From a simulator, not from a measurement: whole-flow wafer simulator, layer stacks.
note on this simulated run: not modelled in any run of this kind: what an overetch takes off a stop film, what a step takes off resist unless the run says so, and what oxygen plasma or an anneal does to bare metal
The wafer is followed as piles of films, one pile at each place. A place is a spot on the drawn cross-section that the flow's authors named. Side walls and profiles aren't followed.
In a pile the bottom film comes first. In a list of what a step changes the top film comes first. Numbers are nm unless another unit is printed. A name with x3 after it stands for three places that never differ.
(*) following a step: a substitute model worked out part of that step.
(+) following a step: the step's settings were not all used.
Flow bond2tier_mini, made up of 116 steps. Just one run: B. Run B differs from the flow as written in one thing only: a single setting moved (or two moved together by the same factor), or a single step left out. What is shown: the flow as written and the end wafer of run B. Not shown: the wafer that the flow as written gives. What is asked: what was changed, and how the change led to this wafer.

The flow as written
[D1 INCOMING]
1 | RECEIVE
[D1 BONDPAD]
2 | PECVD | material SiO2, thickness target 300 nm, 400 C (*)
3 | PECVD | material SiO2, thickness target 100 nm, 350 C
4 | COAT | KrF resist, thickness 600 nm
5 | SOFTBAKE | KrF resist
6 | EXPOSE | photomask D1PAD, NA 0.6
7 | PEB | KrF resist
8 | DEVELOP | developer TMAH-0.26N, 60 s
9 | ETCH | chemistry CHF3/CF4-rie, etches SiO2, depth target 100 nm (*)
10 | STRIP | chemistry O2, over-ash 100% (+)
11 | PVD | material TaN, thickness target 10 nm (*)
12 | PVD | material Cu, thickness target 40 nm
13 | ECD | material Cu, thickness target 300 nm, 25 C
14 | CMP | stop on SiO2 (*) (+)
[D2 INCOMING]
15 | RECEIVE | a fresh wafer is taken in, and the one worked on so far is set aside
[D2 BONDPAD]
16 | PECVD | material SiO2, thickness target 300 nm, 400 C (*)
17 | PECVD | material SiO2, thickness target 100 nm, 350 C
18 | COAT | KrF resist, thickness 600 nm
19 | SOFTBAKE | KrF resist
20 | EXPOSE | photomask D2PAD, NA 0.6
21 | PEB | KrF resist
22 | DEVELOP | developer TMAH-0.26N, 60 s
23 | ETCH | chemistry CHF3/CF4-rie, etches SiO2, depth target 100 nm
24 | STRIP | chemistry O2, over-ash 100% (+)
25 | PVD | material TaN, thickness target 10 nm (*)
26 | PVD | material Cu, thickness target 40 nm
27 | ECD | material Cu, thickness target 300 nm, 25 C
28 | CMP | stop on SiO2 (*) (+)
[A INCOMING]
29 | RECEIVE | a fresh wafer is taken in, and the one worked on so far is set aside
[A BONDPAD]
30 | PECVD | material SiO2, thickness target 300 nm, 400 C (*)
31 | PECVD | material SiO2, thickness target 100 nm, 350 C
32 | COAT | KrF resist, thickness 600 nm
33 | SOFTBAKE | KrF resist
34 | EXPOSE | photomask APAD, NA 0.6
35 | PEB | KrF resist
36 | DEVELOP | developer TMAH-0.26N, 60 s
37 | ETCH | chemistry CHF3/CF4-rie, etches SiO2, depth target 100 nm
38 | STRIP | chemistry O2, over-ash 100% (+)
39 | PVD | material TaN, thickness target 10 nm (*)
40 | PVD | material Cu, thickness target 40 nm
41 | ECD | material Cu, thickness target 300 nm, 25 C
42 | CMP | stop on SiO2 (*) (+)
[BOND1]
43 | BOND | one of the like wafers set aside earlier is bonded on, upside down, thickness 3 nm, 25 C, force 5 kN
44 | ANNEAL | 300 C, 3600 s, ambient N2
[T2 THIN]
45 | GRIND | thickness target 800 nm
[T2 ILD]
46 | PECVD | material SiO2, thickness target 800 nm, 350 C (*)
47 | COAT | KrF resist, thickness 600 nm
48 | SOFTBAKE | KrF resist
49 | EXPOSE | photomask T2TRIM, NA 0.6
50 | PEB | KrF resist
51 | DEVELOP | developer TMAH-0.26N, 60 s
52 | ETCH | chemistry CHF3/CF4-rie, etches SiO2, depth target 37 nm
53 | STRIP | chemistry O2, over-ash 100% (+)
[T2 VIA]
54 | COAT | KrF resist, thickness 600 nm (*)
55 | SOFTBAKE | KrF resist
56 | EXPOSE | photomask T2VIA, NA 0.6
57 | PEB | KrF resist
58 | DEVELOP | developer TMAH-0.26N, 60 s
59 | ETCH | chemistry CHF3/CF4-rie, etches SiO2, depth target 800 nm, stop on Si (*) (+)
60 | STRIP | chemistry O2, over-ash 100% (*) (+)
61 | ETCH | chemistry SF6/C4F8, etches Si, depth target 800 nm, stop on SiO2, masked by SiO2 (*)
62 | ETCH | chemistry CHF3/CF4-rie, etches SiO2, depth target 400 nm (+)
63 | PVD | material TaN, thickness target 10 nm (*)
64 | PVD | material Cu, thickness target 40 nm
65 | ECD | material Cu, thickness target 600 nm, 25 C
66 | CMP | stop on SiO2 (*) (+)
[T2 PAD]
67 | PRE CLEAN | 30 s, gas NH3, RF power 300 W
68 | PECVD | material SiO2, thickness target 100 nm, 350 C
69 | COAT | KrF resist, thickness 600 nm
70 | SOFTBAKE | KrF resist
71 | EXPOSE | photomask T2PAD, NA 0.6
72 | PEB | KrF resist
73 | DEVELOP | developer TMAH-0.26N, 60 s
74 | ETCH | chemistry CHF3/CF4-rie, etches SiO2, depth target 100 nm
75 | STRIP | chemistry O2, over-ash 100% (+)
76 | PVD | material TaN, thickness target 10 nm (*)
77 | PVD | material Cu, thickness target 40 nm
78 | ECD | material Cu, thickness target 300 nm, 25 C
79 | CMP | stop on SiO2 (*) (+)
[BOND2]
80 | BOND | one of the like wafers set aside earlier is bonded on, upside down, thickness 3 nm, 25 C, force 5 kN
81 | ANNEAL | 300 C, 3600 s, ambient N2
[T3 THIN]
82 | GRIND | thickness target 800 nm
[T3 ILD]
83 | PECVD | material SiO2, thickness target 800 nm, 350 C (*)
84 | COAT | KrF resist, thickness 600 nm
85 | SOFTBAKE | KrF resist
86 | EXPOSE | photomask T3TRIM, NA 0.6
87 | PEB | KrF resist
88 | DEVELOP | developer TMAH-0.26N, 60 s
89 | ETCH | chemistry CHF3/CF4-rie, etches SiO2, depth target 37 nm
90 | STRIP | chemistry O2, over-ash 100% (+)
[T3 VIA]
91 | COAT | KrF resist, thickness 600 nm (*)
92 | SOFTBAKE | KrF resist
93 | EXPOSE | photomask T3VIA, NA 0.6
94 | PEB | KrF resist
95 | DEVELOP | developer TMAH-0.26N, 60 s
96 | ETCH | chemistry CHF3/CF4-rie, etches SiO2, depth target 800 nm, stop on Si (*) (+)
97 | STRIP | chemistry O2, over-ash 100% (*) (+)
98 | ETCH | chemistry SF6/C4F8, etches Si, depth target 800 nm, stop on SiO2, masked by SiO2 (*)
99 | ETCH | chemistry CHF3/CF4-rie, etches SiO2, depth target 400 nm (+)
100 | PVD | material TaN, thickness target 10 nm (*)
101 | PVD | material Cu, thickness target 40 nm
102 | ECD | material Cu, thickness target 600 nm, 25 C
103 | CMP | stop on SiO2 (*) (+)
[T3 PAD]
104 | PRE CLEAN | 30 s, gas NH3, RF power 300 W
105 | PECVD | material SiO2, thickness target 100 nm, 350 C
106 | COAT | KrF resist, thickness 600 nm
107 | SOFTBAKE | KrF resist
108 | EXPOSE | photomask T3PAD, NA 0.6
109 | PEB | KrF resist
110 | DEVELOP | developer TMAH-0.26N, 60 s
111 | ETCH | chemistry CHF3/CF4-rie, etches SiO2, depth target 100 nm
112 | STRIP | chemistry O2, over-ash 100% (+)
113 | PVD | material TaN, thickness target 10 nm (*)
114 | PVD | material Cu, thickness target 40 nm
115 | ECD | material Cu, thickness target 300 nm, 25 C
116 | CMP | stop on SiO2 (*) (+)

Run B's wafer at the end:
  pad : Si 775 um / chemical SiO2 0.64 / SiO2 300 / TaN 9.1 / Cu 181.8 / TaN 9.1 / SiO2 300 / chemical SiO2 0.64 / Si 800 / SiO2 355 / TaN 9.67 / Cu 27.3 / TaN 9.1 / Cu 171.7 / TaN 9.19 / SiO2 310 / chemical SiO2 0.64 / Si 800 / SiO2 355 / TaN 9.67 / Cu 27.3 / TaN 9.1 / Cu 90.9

What caused this: step 23, ETCH: depth target 90 nm was run, whereas the flow has depth target 100 nm.

Step by step, how the change led to this:
  23 | ETCH | chemistry CHF3/CF4-rie, etches SiO2, depth target 100 nm
      pad, via: SiO2 loses 90 (in the flow as written it would be: SiO2 loses 100)
      field: KrF resist loses 30 (in the flow as written it would be: KrF resist loses 33.3)
  27 | ECD | material Cu, thickness target 300 nm, 25 C
      pad: Cu gains 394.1 (in the flow as written it would be: Cu gains 404.5)
      via: Cu gains 390.1 (in the flow as written it would be: Cu gains 400.2)
  80 | BOND | one of the like wafers set aside earlier is bonded on, upside down, thickness 3 nm, 25 C, force 5 kN
      pad: Si gains 775 um (new film), chemical SiO2 gains 0.64 (new film), SiO2 gains 310 (new film), TaN gains 9.19 (new film), Cu gains 80.8 (in the flow as written it would be: Si gains 775 um (new film), chemical SiO2 gains 0.64 (new film), SiO2 gains 300 (new film), TaN gains 9.1 (new film), Cu gains 90.9)
